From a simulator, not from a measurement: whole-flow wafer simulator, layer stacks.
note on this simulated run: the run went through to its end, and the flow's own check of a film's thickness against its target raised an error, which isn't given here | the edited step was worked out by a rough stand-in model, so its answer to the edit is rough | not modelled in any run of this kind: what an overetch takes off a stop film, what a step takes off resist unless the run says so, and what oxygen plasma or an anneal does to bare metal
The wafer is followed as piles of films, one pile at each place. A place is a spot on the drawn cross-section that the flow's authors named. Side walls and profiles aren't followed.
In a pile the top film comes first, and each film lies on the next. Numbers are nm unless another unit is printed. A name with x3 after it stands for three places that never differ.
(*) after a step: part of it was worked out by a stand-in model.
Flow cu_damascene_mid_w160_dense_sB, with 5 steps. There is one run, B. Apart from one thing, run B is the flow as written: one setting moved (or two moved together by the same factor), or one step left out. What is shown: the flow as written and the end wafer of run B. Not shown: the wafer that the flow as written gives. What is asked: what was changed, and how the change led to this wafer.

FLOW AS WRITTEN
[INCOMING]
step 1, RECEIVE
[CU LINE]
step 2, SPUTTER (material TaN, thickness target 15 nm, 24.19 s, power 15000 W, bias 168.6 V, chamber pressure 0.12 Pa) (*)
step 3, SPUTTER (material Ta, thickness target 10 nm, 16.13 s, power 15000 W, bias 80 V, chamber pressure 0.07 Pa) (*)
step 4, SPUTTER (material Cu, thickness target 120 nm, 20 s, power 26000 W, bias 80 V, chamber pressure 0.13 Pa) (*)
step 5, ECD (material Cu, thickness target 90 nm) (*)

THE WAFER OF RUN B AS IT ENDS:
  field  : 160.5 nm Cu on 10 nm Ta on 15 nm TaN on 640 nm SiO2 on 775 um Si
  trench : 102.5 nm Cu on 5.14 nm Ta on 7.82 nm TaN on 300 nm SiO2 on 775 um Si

Cause: step 5, ECD: thickness target 40.5 nm was run, though the flow has thickness target 90 nm.

How this came from the change, step by step:
  step 5, ECD (material Cu, thickness target 90 nm) (*)
      field: Cu gains 40.5 (it would be, as written: Cu gains 90)
      trench: Cu gains 40.5 (it would be, as written: Cu gains 500)
